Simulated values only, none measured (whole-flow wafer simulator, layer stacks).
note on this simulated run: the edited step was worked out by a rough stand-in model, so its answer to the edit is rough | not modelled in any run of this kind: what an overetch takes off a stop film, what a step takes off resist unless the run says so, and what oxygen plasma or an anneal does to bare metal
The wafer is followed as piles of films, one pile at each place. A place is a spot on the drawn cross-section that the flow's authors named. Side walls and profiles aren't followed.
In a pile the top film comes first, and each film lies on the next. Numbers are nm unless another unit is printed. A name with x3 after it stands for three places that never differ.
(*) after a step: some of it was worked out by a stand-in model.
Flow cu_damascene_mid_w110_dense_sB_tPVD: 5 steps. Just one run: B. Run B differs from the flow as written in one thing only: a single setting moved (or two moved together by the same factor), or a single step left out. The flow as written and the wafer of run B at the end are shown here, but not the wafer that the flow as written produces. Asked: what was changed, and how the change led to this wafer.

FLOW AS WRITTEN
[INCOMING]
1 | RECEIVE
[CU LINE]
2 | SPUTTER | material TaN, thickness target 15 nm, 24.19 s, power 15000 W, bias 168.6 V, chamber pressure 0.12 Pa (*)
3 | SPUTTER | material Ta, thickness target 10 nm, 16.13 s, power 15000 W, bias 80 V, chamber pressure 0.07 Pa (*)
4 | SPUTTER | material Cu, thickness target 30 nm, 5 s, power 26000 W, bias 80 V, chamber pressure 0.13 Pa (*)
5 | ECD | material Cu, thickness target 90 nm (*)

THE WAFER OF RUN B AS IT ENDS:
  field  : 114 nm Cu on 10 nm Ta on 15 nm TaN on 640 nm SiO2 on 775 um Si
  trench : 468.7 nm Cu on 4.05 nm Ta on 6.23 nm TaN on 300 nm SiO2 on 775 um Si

What caused this: step 4, SPUTTER: thickness target 24 nm was run, whereas the flow has thickness target 30 nm.

How this came from the change, step by step:
  4 | SPUTTER | material Cu, thickness target 30 nm, 5 s, power 26000 W, bias 80 V, chamber pressure 0.13 Pa (*)
      field: Cu gains 24 (new film) (in the flow as written it would be: Cu gains 30 (new film))
      trench: Cu gains 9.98 (new film) (in the flow as written it would be: Cu gains 12.5 (new film))
